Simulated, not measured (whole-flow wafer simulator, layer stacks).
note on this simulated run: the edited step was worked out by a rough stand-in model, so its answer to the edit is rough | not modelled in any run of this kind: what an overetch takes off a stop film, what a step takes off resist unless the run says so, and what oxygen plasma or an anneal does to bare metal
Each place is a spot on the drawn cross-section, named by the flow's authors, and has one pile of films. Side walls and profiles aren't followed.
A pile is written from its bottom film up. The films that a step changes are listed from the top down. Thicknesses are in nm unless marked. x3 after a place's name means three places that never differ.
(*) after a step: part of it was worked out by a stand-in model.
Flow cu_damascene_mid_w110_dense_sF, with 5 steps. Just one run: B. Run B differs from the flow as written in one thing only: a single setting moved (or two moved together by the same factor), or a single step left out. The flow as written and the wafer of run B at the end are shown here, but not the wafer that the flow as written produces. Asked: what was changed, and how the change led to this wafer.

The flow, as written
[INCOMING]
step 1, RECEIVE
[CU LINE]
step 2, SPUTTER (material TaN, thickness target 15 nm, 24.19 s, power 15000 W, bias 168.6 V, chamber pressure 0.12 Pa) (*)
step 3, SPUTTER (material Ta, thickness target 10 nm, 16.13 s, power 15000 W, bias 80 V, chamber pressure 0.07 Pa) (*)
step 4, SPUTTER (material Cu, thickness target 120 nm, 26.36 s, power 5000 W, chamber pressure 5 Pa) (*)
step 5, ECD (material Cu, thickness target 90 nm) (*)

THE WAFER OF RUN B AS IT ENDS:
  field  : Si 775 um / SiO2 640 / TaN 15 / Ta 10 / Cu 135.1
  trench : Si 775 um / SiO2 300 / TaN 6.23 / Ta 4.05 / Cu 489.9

What caused this: step 4, SPUTTER: 10.54 s was run, whereas the flow has 26.36 s.

The path from the change to this, step by step:
  step 4, SPUTTER (material Cu, thickness target 120 nm, 26.36 s, power 5000 W, chamber pressure 5 Pa) (*)
      field: +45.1 Cu (new film) (in the flow as written it would be: +120 Cu (new film))
      trench: +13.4 Cu (new film) (in the flow as written it would be: +35.7 Cu (new film))
  step 5, ECD (material Cu, thickness target 90 nm) (*)
      trench: +476.4 Cu (in the flow as written it would be: +529 Cu)
